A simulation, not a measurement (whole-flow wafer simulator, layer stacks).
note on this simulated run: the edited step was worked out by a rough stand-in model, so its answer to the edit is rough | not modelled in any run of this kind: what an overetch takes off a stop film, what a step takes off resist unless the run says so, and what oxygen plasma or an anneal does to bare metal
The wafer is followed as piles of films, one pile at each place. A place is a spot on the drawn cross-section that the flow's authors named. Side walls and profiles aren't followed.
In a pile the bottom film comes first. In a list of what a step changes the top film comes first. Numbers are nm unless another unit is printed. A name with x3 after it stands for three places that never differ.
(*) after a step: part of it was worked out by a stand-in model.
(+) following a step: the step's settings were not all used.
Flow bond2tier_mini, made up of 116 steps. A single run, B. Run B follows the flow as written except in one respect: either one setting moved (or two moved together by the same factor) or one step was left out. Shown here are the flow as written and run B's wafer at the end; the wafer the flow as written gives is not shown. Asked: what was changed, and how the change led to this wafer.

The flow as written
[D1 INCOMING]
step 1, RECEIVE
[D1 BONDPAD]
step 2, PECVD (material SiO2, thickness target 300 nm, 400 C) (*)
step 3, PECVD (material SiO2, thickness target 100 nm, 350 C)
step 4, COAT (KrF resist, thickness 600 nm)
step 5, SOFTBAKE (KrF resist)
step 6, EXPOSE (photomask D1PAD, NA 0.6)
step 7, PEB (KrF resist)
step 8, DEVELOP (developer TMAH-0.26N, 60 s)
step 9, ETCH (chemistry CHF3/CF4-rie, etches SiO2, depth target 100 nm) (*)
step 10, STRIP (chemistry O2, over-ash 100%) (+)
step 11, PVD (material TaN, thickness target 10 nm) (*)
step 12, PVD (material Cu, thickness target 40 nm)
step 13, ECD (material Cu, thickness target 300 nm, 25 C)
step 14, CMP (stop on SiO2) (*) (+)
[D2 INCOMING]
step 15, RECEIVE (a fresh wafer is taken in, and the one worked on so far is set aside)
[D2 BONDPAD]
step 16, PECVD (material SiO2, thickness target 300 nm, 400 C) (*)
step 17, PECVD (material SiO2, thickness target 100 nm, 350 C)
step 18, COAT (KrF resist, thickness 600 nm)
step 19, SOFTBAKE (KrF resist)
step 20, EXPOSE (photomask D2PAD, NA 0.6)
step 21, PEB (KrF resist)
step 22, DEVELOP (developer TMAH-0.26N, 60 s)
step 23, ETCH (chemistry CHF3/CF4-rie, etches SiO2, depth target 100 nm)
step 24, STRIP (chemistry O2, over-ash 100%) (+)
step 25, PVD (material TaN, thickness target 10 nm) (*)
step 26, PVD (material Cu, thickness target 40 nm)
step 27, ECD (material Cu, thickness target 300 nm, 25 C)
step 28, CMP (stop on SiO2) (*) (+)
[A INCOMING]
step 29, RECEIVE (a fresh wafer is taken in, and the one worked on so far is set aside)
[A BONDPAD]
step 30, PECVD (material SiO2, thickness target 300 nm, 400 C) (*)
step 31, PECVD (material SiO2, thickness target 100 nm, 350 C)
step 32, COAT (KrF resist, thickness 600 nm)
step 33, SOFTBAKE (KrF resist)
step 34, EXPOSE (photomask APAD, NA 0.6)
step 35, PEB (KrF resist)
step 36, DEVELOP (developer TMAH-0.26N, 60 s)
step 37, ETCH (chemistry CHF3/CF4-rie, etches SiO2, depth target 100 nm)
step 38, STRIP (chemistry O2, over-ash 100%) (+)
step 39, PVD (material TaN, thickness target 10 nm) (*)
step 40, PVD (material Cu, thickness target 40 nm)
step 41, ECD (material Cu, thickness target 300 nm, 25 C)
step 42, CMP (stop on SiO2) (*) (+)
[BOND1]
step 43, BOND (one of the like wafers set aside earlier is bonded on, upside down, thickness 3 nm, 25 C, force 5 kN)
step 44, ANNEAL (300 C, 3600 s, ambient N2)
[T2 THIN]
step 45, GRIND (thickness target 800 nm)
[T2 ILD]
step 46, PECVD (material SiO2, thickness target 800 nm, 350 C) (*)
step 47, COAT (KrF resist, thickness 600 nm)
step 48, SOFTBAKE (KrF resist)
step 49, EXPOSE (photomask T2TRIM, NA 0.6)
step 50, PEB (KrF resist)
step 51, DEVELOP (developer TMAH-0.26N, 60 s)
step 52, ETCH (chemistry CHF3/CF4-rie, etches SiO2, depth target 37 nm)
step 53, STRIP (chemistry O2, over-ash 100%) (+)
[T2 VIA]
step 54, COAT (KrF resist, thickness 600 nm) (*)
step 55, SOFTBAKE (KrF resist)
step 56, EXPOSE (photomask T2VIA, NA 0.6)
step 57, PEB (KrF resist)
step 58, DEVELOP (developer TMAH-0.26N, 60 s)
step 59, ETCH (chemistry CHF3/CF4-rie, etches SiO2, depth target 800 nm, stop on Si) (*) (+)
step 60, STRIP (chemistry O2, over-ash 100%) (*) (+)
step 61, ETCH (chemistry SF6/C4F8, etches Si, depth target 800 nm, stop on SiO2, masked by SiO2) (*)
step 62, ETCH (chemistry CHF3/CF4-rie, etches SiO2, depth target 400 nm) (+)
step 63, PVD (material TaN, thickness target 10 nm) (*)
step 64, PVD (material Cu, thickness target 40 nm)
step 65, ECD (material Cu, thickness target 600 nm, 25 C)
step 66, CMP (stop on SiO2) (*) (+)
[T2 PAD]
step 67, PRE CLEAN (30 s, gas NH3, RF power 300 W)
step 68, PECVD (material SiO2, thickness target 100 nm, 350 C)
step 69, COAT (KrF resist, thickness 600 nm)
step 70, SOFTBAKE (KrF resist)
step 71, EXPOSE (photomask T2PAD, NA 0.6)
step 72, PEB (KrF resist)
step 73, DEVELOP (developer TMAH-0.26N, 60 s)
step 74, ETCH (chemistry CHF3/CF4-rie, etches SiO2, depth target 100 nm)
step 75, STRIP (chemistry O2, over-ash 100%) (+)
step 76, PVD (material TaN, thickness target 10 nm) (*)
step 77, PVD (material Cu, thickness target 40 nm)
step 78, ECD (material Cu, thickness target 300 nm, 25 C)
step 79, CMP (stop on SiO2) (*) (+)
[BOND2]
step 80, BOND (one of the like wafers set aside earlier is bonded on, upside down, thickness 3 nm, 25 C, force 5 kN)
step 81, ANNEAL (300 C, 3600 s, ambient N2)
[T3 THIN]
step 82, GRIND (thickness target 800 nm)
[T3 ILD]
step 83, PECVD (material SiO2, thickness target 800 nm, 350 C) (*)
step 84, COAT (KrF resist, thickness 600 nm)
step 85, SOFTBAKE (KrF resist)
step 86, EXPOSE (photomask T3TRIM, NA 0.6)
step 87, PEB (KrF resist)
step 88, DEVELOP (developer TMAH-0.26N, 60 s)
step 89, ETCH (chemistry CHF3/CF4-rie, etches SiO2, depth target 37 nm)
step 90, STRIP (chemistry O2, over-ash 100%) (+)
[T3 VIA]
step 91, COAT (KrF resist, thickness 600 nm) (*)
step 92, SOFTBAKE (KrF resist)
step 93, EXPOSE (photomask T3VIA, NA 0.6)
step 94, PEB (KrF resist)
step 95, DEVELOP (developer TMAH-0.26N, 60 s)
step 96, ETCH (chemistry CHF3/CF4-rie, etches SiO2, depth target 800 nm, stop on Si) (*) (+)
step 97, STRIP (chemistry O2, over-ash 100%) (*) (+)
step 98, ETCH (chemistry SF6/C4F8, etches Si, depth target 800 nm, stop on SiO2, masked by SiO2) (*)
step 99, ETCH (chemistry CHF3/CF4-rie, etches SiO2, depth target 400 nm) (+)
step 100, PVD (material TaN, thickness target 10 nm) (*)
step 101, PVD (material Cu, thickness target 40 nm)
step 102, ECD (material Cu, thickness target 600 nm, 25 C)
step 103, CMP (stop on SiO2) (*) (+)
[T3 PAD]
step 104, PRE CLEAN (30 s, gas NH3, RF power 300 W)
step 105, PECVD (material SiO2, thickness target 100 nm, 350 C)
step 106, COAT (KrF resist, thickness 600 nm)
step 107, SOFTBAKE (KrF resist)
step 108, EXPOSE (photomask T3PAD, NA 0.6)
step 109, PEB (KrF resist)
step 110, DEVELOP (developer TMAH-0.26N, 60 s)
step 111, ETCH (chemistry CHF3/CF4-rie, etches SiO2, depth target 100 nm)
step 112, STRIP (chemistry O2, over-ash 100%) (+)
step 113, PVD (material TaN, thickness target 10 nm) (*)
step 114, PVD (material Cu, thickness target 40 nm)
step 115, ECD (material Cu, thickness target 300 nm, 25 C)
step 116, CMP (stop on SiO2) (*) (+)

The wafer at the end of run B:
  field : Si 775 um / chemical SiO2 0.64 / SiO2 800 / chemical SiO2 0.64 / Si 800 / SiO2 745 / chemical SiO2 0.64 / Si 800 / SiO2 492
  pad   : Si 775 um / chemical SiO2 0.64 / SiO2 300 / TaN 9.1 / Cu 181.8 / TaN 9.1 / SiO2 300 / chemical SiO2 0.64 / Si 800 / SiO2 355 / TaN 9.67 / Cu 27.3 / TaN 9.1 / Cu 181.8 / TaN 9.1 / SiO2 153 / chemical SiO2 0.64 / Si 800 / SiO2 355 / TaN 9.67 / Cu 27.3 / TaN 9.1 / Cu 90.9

The reason: step 16, PECVD: thickness target 153 nm was run, while the flow as written has thickness target 300 nm.
The wafer lets one read it off: pad has SiO2 153, and step 16 as written asks for 300 nm.

How this came from the change, step by step:
  step 16, PECVD (material SiO2, thickness target 300 nm, 400 C) (*)
      field, pad, via: +153 SiO2 (new film) (it would be, as written: +300 SiO2 (new film))
  step 80, BOND (one of the like wafers set aside earlier is bonded on, upside down, thickness 3 nm, 25 C, force 5 kN)
      field: +775 um Si (new film), +0.64 chemical SiO2 (new film), +253 SiO2 (it would be, as written: +775 um Si (new film), +0.64 chemical SiO2 (new film), +400 SiO2)
      pad: +775 um Si (new film), +0.64 chemical SiO2 (new film), +153 SiO2 (new film), +9.1 TaN (new film), +90.9 Cu (it would be, as written: +775 um Si (new film), +0.64 chemical SiO2 (new film), +300 SiO2 (new film), +9.1 TaN (new film), +90.9 Cu)
